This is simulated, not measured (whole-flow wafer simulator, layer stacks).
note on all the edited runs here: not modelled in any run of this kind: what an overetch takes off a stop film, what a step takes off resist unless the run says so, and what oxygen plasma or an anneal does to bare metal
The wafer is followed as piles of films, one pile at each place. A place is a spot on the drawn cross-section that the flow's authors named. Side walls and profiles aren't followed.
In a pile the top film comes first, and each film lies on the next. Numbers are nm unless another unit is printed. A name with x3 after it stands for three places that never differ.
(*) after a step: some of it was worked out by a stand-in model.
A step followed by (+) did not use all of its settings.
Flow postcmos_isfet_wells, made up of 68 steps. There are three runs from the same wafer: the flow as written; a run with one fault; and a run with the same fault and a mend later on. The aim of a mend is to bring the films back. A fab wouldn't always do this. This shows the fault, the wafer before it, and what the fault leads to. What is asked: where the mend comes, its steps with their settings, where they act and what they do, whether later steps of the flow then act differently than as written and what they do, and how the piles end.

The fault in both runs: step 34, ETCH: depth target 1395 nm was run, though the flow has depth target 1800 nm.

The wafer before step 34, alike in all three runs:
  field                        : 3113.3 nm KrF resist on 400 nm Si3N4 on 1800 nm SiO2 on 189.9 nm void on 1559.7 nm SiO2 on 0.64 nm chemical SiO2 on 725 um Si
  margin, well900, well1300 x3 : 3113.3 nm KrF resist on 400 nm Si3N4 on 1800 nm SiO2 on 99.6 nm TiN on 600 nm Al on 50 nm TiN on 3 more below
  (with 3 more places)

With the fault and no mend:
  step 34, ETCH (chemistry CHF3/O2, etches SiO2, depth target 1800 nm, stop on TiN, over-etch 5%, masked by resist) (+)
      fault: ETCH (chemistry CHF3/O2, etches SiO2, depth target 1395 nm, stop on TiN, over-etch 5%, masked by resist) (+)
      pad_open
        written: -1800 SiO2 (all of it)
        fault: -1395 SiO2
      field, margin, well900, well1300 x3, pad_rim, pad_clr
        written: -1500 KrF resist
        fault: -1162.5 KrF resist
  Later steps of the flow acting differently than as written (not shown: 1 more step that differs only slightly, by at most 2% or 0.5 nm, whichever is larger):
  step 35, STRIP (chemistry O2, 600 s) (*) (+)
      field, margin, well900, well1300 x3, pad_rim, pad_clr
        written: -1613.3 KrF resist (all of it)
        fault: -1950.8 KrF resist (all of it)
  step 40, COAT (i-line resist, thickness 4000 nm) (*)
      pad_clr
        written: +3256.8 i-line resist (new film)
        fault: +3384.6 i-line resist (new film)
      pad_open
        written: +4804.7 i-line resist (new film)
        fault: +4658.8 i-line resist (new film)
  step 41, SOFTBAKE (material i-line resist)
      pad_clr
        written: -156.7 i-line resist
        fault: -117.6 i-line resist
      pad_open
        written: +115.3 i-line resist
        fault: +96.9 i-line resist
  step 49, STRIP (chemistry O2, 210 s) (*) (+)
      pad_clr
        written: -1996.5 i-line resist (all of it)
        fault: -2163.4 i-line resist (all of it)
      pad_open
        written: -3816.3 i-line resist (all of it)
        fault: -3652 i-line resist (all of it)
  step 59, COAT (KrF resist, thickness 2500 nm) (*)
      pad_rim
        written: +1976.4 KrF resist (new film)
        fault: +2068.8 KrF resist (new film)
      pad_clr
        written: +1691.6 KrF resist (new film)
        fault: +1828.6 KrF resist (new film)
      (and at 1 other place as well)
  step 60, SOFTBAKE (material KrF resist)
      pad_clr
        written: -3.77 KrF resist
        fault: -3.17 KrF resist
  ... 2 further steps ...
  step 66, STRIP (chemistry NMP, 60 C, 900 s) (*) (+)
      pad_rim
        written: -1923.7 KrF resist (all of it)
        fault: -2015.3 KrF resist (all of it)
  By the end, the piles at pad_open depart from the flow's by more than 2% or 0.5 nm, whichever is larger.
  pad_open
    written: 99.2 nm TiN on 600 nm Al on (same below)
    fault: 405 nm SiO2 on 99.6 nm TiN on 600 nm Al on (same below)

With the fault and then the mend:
  After step 34 comes the mend.
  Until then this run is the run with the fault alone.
  step 34a, ETCH (chemistry CHF3/O2, etches SiO2, depth target 405 nm, stop on TiN, over-etch 5%, masked by resist) (the flow's step 34 again, with other settings)
      field, margin, well900, well1300 x3, pad_rim, pad_clr
        -337.5 KrF resist
      pad_open
        -405 SiO2 (all of it)
  Later steps of the flow that are run all act as written at every place that is followed.
  By the end, the piles equal the flow's at every place that both follow.
